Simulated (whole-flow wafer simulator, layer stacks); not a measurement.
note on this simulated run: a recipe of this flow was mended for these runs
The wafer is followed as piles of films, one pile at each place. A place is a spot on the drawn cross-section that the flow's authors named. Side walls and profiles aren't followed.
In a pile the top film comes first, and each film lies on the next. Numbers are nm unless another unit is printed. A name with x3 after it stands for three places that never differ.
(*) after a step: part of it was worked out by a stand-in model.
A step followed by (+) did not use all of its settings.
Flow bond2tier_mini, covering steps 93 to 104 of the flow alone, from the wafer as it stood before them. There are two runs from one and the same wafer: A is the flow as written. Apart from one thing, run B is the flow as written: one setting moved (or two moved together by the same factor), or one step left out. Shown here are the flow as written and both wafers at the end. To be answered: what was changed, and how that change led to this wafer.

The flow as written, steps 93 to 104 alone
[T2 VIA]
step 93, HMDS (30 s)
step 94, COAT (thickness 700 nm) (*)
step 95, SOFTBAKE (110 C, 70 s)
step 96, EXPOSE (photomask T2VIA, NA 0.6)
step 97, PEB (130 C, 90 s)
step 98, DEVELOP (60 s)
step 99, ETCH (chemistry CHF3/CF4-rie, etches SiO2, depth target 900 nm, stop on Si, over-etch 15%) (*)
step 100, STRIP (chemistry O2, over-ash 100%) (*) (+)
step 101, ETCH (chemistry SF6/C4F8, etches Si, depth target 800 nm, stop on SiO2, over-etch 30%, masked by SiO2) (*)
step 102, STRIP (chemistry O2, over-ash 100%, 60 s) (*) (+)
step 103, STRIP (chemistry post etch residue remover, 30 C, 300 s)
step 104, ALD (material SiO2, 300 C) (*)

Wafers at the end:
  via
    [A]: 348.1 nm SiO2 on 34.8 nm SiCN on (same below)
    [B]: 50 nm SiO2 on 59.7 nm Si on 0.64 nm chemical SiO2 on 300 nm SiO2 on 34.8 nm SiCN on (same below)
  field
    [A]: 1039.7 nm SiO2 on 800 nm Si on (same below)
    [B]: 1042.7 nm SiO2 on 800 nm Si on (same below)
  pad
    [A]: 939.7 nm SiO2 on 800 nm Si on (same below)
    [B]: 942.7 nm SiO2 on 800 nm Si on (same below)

Cause: step 101, ETCH: depth target 560.8 nm was run, whereas the flow has depth target 800 nm.

Step by step, how the change led to this:
  step 101, ETCH (chemistry SF6/C4F8, etches Si, depth target 800 nm, stop on SiO2, over-etch 30%, masked by SiO2) (*)
      via: A Si loses 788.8 (all of it), chemical SiO2 loses 0.64 (all of it), SiO2 loses 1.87 | B Si loses 729
      field, pad: A SiO2 loses 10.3 | B SiO2 loses 7.29
  step 104, ALD (material SiO2, 300 C) (*)
      via: A SiO2 gains 50 | B SiO2 gains 50 (new film)
